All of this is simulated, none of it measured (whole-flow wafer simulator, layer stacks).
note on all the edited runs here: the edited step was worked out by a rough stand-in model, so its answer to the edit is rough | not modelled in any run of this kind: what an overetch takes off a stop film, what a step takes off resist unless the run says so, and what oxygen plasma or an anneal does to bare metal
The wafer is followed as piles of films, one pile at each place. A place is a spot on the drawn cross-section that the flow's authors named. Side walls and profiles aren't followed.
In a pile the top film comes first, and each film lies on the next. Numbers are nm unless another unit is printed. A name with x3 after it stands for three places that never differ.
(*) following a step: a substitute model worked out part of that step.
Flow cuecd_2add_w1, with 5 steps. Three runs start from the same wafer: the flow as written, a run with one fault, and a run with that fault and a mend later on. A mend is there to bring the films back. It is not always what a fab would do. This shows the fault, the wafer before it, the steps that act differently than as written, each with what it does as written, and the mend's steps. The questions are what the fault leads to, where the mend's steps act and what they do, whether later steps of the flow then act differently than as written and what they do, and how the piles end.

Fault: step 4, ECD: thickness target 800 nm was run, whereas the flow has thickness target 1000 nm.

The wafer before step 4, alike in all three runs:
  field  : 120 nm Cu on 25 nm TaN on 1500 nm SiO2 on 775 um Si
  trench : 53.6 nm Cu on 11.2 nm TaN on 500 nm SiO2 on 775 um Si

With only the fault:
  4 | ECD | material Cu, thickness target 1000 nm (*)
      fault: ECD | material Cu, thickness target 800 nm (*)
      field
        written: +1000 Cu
        fault: +800 Cu
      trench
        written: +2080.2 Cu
        fault: +1880.2 Cu
  Every later step of the flow that is run acts as written at every place that is followed.
  The piles end different from the flow's at field, trench by more than 2% or 0.5 nm, whichever is larger.
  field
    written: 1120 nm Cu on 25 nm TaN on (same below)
    fault: 920 nm Cu on 25 nm TaN on (same below)
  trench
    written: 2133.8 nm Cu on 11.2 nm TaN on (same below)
    fault: 1933.8 nm Cu on 11.2 nm TaN on (same below)

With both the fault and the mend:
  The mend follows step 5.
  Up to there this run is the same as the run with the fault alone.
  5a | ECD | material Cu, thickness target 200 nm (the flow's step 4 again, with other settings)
      field, trench
        +200 Cu
  Every later step of the flow that is run acts as written at every place that is followed.
  By the end, the piles equal the flow's at every place that both follow.
